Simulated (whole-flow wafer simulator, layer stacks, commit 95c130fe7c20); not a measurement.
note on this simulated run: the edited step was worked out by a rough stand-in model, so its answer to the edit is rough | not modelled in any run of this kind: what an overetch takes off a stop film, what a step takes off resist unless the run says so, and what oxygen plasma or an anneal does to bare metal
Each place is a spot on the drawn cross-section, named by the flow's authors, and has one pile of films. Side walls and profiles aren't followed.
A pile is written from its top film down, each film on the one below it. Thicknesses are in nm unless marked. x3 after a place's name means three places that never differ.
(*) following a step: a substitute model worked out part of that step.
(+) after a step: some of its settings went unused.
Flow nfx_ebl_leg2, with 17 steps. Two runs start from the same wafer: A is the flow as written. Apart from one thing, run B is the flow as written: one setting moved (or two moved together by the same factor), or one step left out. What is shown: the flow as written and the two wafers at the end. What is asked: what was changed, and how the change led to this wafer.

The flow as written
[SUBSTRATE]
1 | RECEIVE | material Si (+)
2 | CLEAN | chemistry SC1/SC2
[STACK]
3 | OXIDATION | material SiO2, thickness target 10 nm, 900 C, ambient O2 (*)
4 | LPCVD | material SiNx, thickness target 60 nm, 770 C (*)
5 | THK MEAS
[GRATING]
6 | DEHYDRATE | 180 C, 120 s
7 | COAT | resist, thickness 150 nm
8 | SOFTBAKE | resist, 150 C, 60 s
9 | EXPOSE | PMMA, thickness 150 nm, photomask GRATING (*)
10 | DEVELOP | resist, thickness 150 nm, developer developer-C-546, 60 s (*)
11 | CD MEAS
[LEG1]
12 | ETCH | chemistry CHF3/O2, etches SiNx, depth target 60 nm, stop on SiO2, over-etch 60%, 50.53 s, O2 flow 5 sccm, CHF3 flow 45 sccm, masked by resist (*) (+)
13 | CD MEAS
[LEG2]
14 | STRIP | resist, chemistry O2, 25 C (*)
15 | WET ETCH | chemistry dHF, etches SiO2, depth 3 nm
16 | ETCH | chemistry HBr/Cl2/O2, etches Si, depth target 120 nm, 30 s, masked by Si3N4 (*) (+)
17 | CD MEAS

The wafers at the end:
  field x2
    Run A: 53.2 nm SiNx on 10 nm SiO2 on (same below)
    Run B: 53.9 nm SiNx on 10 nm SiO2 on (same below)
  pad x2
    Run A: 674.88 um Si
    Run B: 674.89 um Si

What caused this: step 16, ETCH: depth target 108 nm was run, whereas the flow has depth target 120 nm; step 16, ETCH: 27 s was run, where the flow has 30 s.

How this came from the change, step by step:
  16 | ETCH | chemistry HBr/Cl2/O2, etches Si, depth target 120 nm, 30 s, masked by Si3N4 (*) (+)
      field x2: A SiNx loses 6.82 | B SiNx loses 6.14
      pad x2: A Si loses 120 | B Si loses 108
